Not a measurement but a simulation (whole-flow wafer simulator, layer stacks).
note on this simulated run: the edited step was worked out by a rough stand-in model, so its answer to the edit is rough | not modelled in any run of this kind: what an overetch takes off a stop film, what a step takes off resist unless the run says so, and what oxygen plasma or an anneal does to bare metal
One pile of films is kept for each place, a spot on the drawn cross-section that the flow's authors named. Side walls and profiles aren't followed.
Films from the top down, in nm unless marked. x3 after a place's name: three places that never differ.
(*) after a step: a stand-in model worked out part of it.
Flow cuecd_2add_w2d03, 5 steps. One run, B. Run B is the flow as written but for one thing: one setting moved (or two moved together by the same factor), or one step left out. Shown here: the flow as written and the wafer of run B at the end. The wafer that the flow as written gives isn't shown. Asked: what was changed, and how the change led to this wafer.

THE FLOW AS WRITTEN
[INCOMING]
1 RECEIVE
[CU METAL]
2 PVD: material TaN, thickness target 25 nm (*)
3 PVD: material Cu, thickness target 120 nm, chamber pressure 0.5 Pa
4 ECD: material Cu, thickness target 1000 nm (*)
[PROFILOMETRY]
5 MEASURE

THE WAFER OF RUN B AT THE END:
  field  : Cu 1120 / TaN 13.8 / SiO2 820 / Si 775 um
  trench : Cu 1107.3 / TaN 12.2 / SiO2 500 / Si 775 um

The cause: step 2, PVD: thickness target 13.8 nm was run, where the flow has thickness target 25 nm.
It can be read off the wafer: field has TaN 13.8, and step 2 as written asks for 25 nm.

How the change led to this, step by step:
  2 PVD: material TaN, thickness target 25 nm (*)
      field: TaN +13.8 (new film) (as written it would be: TaN +25 (new film))
      trench: TaN +12.2 (new film) (as written it would be: TaN +22.1 (new film))
